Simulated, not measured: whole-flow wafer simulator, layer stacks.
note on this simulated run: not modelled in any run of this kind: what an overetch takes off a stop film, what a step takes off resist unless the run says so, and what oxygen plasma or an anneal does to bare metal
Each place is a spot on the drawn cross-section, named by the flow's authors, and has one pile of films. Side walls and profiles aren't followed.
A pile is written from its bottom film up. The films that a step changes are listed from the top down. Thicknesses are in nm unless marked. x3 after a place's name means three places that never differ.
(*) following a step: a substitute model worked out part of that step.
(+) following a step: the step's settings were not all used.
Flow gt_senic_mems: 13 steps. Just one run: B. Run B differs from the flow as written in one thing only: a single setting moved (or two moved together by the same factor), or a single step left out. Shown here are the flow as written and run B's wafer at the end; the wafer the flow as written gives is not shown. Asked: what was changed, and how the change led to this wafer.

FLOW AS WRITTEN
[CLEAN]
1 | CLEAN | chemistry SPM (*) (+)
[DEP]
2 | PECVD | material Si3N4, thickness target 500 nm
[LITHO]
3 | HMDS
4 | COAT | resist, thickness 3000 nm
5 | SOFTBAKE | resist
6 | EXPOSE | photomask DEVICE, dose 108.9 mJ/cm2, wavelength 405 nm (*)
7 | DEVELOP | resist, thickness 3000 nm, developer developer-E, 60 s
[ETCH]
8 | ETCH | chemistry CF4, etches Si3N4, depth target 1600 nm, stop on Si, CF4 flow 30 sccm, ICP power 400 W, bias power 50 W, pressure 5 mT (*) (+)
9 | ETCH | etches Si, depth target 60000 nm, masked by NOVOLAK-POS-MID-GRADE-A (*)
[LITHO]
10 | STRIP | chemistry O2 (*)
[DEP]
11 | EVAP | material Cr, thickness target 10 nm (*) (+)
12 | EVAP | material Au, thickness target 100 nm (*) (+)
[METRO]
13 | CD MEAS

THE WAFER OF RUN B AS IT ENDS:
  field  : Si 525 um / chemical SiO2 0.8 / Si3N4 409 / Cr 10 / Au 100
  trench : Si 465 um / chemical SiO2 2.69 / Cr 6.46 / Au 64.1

The reason: step 2, PECVD: thickness target 409 nm was run, whereas the flow has thickness target 500 nm.
One can read it off the wafer: field has Si3N4 409, and step 2 as written asks for 500 nm.

Step by step, how the change led to this:
  2 | PECVD | material Si3N4, thickness target 500 nm
      field, trench: +409 Si3N4 (new film) (in the flow as written it would be: +500 Si3N4 (new film))
  8 | ETCH | chemistry CF4, etches Si3N4, depth target 1600 nm, stop on Si, CF4 flow 30 sccm, ICP power 400 W, bias power 50 W, pressure 5 mT (*) (+)
      field: -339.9 resist (in the flow as written it would be: -400.5 resist)
      trench: -409 Si3N4 (all of it), -0.8 chemical SiO2 (all of it) (in the flow as written it would be: -500 Si3N4 (all of it), -0.8 chemical SiO2 (all of it))
  10 | STRIP | chemistry O2 (*)
      field: -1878 resist (all of it) (in the flow as written it would be: -1817.3 resist (all of it))
